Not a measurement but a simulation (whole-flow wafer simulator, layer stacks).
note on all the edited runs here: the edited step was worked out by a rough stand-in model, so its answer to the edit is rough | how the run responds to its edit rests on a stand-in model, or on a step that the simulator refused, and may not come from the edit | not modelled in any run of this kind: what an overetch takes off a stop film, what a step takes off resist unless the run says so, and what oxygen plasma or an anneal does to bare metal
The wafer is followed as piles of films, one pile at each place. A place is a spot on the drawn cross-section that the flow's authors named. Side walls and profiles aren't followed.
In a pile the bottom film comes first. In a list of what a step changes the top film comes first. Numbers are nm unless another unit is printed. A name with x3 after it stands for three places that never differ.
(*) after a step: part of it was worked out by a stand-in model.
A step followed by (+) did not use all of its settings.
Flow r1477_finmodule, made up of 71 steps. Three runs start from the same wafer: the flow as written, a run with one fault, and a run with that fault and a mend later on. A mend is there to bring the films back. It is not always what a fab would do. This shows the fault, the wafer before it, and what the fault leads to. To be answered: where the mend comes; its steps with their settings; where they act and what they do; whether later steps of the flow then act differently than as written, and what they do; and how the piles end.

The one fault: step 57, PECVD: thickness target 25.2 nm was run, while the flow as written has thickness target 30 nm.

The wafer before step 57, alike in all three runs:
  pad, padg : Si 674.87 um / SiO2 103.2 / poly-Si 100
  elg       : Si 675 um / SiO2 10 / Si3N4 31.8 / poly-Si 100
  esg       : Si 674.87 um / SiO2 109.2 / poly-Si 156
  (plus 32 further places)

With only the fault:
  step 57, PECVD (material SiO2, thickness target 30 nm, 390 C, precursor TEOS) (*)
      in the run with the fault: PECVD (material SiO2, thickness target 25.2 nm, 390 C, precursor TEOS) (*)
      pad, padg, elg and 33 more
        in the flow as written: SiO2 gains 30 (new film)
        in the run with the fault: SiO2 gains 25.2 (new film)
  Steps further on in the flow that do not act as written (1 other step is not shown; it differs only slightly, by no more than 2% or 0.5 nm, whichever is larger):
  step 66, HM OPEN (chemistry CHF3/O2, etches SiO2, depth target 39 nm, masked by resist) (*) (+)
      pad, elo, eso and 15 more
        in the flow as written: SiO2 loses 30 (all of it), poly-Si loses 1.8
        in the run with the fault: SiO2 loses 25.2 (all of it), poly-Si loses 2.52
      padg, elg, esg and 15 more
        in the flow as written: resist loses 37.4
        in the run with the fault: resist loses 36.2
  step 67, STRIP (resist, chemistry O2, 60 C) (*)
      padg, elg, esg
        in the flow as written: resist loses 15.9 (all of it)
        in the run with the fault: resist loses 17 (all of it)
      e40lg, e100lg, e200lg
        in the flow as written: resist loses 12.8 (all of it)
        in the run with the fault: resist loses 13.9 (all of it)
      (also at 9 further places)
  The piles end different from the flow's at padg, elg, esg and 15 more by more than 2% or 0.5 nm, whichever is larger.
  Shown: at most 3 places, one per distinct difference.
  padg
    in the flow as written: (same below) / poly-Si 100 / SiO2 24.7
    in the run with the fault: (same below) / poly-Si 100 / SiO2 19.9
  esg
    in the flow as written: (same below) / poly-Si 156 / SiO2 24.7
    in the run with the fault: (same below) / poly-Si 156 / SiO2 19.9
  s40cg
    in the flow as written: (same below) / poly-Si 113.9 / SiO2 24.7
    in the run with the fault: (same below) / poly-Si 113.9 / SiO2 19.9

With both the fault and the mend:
  After step 58 comes the mend.
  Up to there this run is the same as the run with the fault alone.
  step 58a, PECVD (material SiO2, thickness target 4.8 nm, 390 C, precursor TEOS) (*) (the flow's step 57, run once more with other settings)
      pad, padg, elg and 33 more
        SiO2 gains 4.8
  None of the later steps of the flow acts differently than as written at any place that is followed.
  The piles end the same as the flow's at every place that both follow.
